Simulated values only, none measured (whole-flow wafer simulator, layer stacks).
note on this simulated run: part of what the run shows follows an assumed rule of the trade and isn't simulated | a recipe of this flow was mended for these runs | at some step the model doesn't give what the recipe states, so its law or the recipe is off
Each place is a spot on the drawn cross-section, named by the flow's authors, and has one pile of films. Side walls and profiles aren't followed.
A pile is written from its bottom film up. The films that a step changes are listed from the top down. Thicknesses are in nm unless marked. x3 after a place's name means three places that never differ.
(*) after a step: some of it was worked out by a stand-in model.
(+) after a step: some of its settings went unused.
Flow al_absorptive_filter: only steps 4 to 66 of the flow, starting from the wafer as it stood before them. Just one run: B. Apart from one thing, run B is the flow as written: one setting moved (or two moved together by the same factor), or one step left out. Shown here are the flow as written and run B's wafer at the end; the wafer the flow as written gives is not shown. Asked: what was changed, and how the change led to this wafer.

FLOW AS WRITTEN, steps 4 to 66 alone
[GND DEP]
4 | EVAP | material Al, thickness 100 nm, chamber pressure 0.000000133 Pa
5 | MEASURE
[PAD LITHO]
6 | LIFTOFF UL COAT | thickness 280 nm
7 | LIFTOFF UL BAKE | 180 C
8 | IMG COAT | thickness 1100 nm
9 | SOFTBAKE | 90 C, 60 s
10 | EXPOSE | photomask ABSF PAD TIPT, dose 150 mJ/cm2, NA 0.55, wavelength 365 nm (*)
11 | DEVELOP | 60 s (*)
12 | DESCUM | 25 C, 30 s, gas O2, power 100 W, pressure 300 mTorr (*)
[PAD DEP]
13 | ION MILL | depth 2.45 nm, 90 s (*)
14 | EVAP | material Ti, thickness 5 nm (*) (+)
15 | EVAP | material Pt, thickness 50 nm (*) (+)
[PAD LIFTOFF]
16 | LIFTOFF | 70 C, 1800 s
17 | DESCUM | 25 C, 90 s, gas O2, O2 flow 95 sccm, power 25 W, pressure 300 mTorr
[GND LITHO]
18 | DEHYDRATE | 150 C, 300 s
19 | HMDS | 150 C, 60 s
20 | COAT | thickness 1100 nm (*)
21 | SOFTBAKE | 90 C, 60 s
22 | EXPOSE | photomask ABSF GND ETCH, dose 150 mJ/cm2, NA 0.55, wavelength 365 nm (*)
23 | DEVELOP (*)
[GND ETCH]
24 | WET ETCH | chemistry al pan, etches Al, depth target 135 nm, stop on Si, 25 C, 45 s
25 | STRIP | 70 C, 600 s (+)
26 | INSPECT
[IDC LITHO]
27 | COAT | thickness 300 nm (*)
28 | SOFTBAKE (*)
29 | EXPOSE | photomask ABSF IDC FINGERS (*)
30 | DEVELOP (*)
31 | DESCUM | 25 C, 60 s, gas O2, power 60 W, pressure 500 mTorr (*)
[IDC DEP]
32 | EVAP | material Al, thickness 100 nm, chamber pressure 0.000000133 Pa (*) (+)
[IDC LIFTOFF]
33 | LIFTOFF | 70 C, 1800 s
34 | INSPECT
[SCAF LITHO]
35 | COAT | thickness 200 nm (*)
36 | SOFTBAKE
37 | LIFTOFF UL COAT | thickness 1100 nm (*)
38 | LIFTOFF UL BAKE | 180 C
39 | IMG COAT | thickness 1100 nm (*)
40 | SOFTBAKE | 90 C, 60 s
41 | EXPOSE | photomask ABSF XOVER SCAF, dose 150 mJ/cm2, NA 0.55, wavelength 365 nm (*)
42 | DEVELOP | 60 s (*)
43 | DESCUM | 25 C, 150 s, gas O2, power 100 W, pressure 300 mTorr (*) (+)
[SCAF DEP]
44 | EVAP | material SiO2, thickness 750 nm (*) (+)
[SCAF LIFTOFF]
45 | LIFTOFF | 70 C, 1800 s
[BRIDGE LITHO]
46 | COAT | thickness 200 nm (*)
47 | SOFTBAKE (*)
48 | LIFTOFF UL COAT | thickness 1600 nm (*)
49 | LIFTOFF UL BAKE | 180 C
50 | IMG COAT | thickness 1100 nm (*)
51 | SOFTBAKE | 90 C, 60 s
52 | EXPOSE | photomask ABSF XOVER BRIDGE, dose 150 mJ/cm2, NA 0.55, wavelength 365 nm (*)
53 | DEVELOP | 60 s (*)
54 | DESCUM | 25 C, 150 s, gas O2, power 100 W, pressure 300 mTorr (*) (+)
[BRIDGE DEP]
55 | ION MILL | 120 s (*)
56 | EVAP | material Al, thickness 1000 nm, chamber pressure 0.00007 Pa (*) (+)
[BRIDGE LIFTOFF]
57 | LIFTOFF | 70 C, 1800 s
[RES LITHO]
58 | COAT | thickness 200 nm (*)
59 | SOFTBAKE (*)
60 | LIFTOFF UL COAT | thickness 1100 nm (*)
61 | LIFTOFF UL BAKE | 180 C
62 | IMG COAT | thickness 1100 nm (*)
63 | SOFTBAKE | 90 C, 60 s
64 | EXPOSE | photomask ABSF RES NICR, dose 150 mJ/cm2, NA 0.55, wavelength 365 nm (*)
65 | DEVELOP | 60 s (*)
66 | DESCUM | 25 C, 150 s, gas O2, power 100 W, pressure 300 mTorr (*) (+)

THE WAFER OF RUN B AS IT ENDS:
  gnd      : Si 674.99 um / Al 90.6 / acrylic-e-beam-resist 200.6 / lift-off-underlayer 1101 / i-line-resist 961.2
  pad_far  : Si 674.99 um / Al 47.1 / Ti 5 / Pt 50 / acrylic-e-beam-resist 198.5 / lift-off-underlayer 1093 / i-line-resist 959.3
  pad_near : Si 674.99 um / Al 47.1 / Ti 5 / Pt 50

What caused this: step 4, EVAP: thickness 90.62 nm was run, while the flow as written has thickness 100 nm.
The wafer itself shows it: gnd has Al 90.6, and step 4 as written asks for 100 nm.

The path from the change to this, step by step:
  4 | EVAP | material Al, thickness 100 nm, chamber pressure 0.000000133 Pa
      gnd, pad_far, pad_near and 11 more: +90.6 Al (new film) (in the flow as written it would be: +100 Al (new film))
  24 | WET ETCH | chemistry al pan, etches Al, depth target 135 nm, stop on Si, 25 C, 45 s
      res, xl_gap, idc_field, idc_line, idc_space: -77.3 Al (all of it) (in the flow as written it would be: -86.7 Al (all of it))
  35 | COAT | thickness 200 nm (*)
      xl_gap: +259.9 acrylic-e-beam-resist (new film) (in the flow as written it would be: +265.9 acrylic-e-beam-resist (new film))
  43 | DESCUM | 25 C, 150 s, gas O2, power 100 W, pressure 300 mTorr (*) (+)
      gnd, pad_far, pad_near and 7 more: -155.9 i-line-resist (in the flow as written it would be: -159.6 i-line-resist)
      xl_gap: -259.9 acrylic-e-beam-resist (all of it) (in the flow as written it would be: -265.9 acrylic-e-beam-resist (all of it))
  46 | COAT | thickness 200 nm (*)
      xl_gap: +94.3 acrylic-e-beam-resist (new film) (in the flow as written it would be: +97.9 acrylic-e-beam-resist (new film))
  54 | DESCUM | 25 C, 150 s, gas O2, power 100 W, pressure 300 mTorr (*) (+)
      xl_gap: -94.3 acrylic-e-beam-resist (all of it) (in the flow as written it would be: -97.9 acrylic-e-beam-resist (all of it))
